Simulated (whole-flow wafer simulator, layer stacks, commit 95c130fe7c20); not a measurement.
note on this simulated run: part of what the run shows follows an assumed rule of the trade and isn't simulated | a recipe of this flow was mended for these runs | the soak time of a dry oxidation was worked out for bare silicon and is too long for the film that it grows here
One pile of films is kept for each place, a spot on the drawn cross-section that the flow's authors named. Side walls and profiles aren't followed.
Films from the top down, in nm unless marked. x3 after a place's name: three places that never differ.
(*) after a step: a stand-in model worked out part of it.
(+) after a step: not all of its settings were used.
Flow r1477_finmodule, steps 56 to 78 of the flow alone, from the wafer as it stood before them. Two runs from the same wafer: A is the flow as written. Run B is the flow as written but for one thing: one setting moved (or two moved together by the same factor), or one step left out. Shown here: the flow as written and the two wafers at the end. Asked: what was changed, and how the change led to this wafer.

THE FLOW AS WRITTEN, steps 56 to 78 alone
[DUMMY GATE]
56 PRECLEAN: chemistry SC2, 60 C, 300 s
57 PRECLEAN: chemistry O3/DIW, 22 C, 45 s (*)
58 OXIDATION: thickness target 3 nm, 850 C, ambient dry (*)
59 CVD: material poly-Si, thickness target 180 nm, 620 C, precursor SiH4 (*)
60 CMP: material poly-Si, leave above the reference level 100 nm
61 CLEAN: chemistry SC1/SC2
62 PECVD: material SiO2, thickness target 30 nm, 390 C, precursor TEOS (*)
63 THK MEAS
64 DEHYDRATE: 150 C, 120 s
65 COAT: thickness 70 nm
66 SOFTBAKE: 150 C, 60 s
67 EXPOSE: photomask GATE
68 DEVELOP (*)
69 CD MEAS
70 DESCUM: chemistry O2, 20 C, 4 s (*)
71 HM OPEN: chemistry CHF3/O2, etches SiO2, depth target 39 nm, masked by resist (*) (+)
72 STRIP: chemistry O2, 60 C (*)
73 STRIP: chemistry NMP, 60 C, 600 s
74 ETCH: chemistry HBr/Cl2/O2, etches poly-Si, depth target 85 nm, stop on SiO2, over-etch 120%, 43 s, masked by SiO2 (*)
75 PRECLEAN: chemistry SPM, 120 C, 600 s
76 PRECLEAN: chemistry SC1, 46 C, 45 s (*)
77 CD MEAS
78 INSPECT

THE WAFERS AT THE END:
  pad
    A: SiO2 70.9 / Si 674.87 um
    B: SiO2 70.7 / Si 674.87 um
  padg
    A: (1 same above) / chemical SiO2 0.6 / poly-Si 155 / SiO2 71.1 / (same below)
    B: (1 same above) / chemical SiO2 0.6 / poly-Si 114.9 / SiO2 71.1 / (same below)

The cause: step 59, CVD: thickness target 115.2 nm was run, where the flow has thickness target 180 nm.

How the change led to this, step by step:
  59 CVD: material poly-Si, thickness target 180 nm, 620 C, precursor SiH4 (*)
      esg x6, s40cg x3, eso x6, s40co x3: A poly-Si +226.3 (new film) | B poly-Si +161.5 (new film)
      pad, padg, elg x7, elo x7: A poly-Si +180 (new film) | B poly-Si +115.2 (new film)
      (and at 2 more places)
  60 CMP: material poly-Si, leave above the reference level 100 nm
      pad, padg: A poly-Si -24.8 | B nothing
      elg x7, esg x6, s40cg x3, elo x7, eso x6, s40co x3: A poly-Si -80 | B poly-Si -15.2
      (and at 2 more places)
  74 ETCH: chemistry HBr/Cl2/O2, etches poly-Si, depth target 85 nm, stop on SiO2, over-etch 120%, 43 s, masked by SiO2 (*)
      pad: A chemical SiO2 -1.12 (all of it), poly-Si -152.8 (all of it), SiO2 -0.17 | B chemical SiO2 -1.12 (all of it), poly-Si -112.8 (all of it), SiO2 -0.37
